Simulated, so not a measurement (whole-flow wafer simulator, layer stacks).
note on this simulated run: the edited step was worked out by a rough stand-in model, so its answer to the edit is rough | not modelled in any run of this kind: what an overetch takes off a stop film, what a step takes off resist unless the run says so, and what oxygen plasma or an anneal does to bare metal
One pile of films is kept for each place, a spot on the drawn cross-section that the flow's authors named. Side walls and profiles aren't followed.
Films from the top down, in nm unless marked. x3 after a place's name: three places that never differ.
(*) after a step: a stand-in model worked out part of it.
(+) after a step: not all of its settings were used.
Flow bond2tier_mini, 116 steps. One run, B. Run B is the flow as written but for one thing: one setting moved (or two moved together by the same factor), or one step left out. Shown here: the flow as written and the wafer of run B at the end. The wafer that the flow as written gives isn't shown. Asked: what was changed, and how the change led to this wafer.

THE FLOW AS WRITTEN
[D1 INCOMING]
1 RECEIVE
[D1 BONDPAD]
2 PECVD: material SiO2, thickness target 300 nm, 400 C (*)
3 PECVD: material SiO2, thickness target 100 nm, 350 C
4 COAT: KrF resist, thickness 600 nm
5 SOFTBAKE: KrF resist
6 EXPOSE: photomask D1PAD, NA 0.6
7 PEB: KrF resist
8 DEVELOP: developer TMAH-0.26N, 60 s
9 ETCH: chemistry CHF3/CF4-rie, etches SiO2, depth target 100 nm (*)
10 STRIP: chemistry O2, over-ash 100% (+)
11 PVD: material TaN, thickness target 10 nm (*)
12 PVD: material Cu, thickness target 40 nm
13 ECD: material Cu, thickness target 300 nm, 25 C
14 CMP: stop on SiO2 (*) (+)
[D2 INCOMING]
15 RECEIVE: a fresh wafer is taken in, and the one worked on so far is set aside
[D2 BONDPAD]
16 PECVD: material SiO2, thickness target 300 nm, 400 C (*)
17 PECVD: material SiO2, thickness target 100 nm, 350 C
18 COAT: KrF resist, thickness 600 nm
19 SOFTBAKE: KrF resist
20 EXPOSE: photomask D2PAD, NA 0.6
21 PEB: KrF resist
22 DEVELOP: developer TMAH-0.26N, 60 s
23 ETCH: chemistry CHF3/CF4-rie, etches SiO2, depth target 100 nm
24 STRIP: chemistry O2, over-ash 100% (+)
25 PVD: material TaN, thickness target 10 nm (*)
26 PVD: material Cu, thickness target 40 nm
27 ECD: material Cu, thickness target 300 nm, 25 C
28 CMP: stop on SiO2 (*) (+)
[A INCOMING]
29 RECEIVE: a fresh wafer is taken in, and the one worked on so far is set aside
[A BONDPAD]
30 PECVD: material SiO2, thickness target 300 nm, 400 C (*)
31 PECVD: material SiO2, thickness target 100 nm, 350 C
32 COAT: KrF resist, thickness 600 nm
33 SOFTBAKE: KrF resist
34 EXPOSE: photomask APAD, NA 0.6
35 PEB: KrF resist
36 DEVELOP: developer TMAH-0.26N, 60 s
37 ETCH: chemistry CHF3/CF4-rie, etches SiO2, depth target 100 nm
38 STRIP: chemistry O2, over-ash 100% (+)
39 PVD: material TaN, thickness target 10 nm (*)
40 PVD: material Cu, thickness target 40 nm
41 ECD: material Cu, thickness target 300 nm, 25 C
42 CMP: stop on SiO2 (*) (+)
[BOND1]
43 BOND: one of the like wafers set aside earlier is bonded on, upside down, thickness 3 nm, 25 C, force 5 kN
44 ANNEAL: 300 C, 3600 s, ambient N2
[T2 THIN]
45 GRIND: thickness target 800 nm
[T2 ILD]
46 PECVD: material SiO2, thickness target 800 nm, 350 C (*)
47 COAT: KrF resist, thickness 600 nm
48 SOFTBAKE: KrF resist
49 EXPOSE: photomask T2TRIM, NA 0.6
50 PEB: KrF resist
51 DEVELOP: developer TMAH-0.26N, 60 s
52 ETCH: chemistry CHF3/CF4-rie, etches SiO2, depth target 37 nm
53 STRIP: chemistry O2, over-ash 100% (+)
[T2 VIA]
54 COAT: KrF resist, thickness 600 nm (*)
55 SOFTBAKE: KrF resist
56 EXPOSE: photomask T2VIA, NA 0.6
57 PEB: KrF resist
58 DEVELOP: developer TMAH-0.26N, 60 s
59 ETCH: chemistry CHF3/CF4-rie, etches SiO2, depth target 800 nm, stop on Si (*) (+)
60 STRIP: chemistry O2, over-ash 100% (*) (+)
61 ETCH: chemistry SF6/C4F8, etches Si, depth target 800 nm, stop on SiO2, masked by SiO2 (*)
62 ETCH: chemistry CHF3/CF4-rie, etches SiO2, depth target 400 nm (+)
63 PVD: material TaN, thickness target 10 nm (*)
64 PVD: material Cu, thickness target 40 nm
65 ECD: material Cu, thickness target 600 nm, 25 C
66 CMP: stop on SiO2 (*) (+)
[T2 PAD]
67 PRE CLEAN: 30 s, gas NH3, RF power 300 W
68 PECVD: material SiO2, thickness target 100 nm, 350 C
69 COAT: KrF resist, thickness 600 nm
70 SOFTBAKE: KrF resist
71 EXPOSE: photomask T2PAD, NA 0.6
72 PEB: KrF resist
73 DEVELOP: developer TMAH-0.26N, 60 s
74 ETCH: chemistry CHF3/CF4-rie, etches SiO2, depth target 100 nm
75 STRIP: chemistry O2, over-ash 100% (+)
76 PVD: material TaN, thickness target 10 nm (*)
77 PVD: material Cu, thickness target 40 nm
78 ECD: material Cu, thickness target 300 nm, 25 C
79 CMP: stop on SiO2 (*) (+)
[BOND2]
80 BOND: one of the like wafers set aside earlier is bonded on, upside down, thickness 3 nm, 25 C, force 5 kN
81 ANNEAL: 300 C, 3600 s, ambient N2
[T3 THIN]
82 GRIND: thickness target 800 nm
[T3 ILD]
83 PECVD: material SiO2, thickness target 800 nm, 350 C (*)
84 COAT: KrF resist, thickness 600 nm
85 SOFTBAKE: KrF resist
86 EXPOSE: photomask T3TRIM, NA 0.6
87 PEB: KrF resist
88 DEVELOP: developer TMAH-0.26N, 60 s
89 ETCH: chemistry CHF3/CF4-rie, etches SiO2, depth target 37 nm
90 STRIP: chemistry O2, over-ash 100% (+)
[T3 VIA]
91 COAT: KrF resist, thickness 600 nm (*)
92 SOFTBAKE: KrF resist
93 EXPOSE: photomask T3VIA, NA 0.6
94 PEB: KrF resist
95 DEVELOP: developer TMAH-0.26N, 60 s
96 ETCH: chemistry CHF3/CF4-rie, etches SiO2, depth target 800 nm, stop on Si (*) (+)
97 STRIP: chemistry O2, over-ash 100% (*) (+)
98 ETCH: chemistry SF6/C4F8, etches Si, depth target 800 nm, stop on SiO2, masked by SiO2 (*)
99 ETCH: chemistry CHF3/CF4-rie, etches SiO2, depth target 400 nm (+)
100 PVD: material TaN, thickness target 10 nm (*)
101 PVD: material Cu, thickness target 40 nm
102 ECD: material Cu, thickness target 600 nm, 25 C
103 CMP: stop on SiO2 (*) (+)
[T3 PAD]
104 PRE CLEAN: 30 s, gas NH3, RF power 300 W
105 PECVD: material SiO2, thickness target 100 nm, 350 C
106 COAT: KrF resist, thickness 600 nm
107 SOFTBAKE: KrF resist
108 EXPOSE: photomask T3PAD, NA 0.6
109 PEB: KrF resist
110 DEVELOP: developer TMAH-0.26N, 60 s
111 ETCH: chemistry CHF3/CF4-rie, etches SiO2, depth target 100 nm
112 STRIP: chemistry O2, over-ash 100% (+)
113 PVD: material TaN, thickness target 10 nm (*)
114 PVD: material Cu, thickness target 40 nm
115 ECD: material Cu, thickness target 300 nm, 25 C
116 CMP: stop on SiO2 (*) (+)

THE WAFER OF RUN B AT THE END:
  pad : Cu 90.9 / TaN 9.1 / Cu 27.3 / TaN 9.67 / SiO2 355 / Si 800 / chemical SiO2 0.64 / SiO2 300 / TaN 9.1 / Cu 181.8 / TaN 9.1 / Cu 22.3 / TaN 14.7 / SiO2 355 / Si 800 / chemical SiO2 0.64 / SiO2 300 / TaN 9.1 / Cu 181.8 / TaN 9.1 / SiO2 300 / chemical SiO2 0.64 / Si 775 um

The cause: step 63, PVD: thickness target 15.2 nm was run, where the flow has thickness target 10 nm.

How the change led to this, step by step:
  63 PVD: material TaN, thickness target 10 nm (*)
      field: TaN +15.2 (new film) (as written it would be: TaN +10 (new film))
      pad: TaN +14.7 (new film) (as written it would be: TaN +9.67 (new film))
  66 CMP: stop on SiO2 (*) (+)
      field: Cu -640 (all of it), TaN -15.2 (all of it) (as written it would be: Cu -640 (all of it), TaN -10 (all of it))
